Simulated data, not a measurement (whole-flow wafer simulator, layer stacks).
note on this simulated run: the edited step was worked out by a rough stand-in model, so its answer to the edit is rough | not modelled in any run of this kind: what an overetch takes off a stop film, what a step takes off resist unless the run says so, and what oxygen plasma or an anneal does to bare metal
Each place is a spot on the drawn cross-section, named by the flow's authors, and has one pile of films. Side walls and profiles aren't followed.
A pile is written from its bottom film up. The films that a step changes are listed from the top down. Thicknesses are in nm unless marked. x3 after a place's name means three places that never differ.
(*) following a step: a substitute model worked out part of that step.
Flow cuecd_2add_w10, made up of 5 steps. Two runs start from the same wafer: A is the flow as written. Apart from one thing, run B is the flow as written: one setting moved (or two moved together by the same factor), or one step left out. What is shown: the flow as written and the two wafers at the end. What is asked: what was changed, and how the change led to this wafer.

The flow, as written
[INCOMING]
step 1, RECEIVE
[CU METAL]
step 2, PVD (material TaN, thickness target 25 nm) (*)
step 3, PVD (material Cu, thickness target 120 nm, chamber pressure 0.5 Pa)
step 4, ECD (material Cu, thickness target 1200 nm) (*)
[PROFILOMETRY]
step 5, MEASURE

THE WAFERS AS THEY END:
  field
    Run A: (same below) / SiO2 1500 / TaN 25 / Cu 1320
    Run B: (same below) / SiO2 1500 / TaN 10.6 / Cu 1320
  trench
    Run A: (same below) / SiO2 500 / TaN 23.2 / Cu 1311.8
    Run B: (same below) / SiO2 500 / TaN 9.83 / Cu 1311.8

The reason: step 2, PVD: thickness target 10.6 nm was run, whereas the flow has thickness target 25 nm.
The wafer lets one read it off: field has TaN 10.6, and step 2 as written asks for 25 nm.

How this came from the change, step by step:
  step 2, PVD (material TaN, thickness target 25 nm) (*)
      field: A +25 TaN (new film) | B +10.6 TaN (new film)
      trench: A +23.2 TaN (new film) | B +9.83 TaN (new film)
